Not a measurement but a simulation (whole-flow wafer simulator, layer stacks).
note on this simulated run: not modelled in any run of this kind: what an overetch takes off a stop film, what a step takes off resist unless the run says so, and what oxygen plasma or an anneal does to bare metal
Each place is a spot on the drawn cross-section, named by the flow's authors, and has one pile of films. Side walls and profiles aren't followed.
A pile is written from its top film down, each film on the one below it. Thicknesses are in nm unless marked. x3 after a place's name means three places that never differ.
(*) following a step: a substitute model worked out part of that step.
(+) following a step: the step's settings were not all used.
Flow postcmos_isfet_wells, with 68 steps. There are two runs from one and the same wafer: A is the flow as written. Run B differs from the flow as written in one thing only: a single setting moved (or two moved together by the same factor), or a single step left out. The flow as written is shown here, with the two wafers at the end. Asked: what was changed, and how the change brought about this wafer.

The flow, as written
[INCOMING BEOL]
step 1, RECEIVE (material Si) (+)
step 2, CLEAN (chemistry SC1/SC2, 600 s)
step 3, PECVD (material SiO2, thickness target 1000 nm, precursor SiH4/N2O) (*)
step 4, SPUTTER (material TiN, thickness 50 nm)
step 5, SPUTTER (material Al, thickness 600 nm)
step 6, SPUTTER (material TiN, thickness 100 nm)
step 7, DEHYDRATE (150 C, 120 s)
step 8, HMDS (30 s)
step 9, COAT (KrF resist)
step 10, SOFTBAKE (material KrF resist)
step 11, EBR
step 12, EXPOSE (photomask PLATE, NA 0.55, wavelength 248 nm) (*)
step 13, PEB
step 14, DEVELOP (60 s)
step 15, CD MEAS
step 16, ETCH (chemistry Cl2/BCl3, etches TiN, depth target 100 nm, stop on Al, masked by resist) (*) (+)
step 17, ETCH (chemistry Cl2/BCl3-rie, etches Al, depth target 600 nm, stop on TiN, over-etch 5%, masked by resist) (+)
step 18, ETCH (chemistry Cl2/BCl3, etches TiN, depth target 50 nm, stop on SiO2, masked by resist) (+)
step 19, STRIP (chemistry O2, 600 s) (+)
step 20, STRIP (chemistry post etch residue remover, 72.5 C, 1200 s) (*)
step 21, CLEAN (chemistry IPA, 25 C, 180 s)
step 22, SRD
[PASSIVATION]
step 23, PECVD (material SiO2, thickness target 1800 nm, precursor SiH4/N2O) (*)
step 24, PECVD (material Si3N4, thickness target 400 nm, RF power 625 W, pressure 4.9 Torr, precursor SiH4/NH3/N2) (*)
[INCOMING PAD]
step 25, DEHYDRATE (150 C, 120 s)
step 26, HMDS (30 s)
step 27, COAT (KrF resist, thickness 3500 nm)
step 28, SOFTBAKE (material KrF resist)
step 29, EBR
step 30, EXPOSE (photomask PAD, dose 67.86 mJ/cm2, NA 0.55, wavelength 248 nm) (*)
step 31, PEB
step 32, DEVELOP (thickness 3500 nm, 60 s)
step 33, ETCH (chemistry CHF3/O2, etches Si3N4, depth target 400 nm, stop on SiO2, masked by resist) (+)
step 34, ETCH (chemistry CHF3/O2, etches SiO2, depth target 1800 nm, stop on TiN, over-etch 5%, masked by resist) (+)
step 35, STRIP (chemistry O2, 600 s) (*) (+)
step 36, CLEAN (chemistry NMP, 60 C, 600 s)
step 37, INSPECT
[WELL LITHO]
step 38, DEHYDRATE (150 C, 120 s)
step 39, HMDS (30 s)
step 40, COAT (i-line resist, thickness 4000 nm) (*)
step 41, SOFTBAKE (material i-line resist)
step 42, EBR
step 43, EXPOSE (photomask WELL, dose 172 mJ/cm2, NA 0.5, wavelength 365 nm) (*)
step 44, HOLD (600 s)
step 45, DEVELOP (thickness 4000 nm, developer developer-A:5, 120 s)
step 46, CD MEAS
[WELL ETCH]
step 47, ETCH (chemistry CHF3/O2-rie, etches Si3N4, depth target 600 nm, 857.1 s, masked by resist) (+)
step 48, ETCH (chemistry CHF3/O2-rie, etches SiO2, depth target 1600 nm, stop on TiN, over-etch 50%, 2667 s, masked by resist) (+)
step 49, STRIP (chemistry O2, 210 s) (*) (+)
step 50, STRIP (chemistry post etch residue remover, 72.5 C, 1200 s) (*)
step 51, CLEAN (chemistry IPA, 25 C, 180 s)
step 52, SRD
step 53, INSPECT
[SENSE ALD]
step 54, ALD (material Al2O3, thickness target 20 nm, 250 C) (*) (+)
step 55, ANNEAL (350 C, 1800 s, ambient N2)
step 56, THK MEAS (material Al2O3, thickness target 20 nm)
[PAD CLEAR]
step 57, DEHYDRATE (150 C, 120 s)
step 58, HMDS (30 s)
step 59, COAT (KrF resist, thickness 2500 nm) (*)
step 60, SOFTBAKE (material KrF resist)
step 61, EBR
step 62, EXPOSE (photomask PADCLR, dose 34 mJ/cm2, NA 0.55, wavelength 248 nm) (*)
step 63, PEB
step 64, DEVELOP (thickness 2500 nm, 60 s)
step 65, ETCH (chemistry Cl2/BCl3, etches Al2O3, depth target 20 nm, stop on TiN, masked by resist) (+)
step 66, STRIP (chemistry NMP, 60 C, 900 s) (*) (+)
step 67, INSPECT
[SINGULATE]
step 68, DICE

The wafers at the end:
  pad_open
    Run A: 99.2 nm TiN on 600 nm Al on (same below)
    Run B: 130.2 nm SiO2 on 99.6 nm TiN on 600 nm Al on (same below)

What caused this: step 33, ETCH: depth target 276 nm was run, whereas the flow has depth target 400 nm.

The path from the change to this, step by step:
  step 33, ETCH (chemistry CHF3/O2, etches Si3N4, depth target 400 nm, stop on SiO2, masked by resist) (+)
      pad_open: A -400 Si3N4 (all of it) | B -276 Si3N4
      field, margin, well900, well1300 x3, pad_rim, pad_clr: A -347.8 KrF resist | B -240 KrF resist
  step 34, ETCH (chemistry CHF3/O2, etches SiO2, depth target 1800 nm, stop on TiN, over-etch 5%, masked by resist) (+)
      pad_open: A -1800 SiO2 (all of it) | B -124 Si3N4 (all of it), -1669.8 SiO2
  step 35, STRIP (chemistry O2, 600 s) (*) (+)
      field, margin, well900, well1300 x3, pad_rim, pad_clr: A -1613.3 KrF resist (all of it) | B -1721.1 KrF resist (all of it)
  step 41, SOFTBAKE (material i-line resist)
      pad_clr: A -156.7 i-line resist | B -143.7 i-line resist
      pad_open: A +115.3 i-line resist | B +109.6 i-line resist
  step 49, STRIP (chemistry O2, 210 s) (*) (+)
      pad_clr: A -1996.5 i-line resist (all of it) | B -2050.1 i-line resist (all of it)
  step 59, COAT (KrF resist, thickness 2500 nm) (*)
      pad_clr: A +1691.6 KrF resist (new film) | B +1735.3 KrF resist (new film)
  step 64, DEVELOP (thickness 2500 nm, 60 s)
      pad_clr: A -1676 KrF resist (all of it) | B -1719.6 KrF resist (all of it)
